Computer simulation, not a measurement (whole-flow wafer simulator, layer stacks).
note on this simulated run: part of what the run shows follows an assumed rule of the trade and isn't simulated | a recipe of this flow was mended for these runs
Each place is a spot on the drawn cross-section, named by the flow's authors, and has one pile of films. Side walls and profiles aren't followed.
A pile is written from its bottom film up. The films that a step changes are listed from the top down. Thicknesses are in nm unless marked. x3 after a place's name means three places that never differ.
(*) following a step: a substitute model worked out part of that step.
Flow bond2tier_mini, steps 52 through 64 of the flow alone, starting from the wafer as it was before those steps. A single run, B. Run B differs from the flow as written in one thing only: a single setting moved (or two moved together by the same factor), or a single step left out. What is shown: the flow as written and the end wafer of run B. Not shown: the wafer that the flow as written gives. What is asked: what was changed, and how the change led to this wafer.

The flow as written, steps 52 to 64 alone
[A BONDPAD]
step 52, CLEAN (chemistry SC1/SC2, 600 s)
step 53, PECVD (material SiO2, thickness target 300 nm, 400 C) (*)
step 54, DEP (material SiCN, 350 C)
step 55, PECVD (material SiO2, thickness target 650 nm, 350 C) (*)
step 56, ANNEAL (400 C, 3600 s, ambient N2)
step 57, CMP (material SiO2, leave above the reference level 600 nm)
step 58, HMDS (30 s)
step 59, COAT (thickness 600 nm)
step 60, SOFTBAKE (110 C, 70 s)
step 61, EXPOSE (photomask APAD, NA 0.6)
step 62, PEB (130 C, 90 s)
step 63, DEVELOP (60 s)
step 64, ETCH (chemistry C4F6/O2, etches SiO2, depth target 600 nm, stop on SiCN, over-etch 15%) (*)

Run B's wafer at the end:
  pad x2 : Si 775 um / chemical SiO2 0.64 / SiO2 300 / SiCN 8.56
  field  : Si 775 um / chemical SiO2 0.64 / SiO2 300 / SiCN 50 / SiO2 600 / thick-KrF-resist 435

The reason: step 64, ETCH: depth target 735.4 nm was run, while the flow as written has depth target 600 nm.

How this came from the change, step by step:
  step 64, ETCH (chemistry C4F6/O2, etches SiO2, depth target 600 nm, stop on SiCN, over-etch 15%) (*)
      pad x2: SiO2 loses 600 (all of it), SiCN loses 41.4 (as written it would have been: SiO2 loses 600 (all of it), SiCN loses 15.2)
      field: thick-KrF-resist loses 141 (as written it would have been: thick-KrF-resist loses 115)
